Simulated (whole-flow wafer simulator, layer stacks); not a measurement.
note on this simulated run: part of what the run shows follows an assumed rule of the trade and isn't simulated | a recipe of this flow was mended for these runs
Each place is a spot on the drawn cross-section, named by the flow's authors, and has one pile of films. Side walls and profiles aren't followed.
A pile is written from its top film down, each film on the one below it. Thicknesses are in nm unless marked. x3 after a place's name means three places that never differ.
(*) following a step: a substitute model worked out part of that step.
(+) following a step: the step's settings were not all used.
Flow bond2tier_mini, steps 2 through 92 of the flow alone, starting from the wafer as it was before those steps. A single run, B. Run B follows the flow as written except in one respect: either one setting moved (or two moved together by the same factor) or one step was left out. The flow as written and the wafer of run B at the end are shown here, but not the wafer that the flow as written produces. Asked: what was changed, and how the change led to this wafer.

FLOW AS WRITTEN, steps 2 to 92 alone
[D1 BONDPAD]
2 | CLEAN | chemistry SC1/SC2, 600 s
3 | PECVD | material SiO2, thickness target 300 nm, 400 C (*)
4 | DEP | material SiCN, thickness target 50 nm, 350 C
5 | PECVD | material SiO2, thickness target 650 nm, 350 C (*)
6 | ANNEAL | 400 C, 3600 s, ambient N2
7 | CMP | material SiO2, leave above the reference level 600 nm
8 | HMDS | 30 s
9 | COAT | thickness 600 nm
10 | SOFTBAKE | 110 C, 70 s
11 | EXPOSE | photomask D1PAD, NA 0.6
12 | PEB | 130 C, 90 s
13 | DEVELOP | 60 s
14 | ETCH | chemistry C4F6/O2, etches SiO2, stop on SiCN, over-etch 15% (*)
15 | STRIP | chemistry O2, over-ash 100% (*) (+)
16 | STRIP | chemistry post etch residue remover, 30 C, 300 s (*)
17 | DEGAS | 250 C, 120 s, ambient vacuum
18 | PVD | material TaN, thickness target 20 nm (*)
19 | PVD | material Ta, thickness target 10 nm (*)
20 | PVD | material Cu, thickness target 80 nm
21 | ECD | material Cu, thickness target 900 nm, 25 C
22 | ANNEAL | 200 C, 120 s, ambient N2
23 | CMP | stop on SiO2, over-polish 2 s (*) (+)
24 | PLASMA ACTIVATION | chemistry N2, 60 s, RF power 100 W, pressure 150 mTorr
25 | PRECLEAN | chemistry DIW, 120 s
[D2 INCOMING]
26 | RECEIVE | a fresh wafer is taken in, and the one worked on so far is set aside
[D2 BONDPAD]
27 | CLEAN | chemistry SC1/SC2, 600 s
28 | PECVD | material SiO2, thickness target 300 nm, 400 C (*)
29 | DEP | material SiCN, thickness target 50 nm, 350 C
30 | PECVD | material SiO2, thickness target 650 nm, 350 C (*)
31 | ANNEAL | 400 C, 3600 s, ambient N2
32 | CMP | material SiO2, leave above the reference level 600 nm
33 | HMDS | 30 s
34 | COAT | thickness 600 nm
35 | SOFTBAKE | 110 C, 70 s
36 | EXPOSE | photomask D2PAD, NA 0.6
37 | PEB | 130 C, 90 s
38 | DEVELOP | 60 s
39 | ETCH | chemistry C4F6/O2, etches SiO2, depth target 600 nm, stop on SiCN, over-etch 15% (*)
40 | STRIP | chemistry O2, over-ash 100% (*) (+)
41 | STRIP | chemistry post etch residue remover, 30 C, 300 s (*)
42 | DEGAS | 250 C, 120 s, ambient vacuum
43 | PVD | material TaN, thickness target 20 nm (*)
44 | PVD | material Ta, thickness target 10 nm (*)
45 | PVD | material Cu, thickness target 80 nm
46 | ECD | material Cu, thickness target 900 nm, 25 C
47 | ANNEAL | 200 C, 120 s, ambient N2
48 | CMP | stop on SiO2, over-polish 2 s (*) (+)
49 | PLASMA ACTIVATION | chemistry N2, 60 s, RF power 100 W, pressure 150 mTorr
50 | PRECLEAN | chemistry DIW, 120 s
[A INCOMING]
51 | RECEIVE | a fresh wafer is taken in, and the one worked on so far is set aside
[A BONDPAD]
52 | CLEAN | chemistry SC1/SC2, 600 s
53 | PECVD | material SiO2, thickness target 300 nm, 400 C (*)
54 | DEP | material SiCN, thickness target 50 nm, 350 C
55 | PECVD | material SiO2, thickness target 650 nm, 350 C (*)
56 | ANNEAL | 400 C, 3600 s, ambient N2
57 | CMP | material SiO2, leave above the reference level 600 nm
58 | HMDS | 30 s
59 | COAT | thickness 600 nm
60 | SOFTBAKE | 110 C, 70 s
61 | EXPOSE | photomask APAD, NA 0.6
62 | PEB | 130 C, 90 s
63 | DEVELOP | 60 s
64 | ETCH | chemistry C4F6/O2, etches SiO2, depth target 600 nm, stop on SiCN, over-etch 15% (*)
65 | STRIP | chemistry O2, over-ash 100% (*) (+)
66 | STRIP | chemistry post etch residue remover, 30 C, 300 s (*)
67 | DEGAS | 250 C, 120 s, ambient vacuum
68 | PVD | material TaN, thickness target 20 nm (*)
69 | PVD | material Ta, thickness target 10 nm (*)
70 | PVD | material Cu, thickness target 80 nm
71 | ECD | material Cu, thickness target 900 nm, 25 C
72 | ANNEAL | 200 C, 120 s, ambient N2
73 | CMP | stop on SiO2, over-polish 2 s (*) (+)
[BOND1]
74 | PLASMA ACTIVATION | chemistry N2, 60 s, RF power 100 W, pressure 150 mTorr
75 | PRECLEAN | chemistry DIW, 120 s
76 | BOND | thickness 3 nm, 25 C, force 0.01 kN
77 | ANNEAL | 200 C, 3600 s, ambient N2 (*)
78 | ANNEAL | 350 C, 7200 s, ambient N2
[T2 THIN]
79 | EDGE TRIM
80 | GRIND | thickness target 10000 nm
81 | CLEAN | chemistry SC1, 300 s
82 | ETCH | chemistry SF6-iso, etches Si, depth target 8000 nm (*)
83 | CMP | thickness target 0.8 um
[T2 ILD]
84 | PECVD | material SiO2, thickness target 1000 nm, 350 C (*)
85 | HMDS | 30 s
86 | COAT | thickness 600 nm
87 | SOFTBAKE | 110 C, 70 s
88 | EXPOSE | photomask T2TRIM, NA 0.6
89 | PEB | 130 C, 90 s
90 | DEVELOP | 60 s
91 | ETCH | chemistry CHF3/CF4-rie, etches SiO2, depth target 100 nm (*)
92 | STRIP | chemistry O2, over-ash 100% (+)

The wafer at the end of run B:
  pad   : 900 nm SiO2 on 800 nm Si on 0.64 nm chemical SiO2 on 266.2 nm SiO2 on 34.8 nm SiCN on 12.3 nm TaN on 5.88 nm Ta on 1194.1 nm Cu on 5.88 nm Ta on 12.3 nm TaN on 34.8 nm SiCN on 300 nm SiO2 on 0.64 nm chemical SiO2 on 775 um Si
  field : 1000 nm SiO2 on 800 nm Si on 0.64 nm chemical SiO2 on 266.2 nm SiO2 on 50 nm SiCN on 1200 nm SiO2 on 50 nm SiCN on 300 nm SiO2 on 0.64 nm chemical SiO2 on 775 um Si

The reason: step 3, PECVD: thickness target 266.2 nm was run, while the flow as written has thickness target 300 nm.
One can read it off the wafer: pad has SiO2 266.2, and step 3 as written asks for 300 nm.

The path from the change to this, step by step:
  3 | PECVD | material SiO2, thickness target 300 nm, 400 C (*)
      field, pad, via: +266.2 SiO2 (new film) (it would be, as written: +300 SiO2 (new film))
  76 | BOND | thickness 3 nm, 25 C, force 0.01 kN
      field: +775 um Si (new film), +0.64 chemical SiO2 (new film), +266.2 SiO2 (new film), +50 SiCN (new film), +600 SiO2 (it would be, as written: +775 um Si (new film), +0.64 chemical SiO2 (new film), +300 SiO2 (new film), +50 SiCN (new film), +600 SiO2)
      pad: +775 um Si (new film), +0.64 chemical SiO2 (new film), +266.2 SiO2 (new film), +34.8 SiCN (new film), +12.3 TaN (new film), +5.88 Ta (new film), +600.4 Cu (it would be, as written: +775 um Si (new film), +0.64 chemical SiO2 (new film), +300 SiO2 (new film), +34.8 SiCN (new film), +12.3 TaN (new film), +5.88 Ta (new film), +600.4 Cu)
      (as well as at 1 more place)
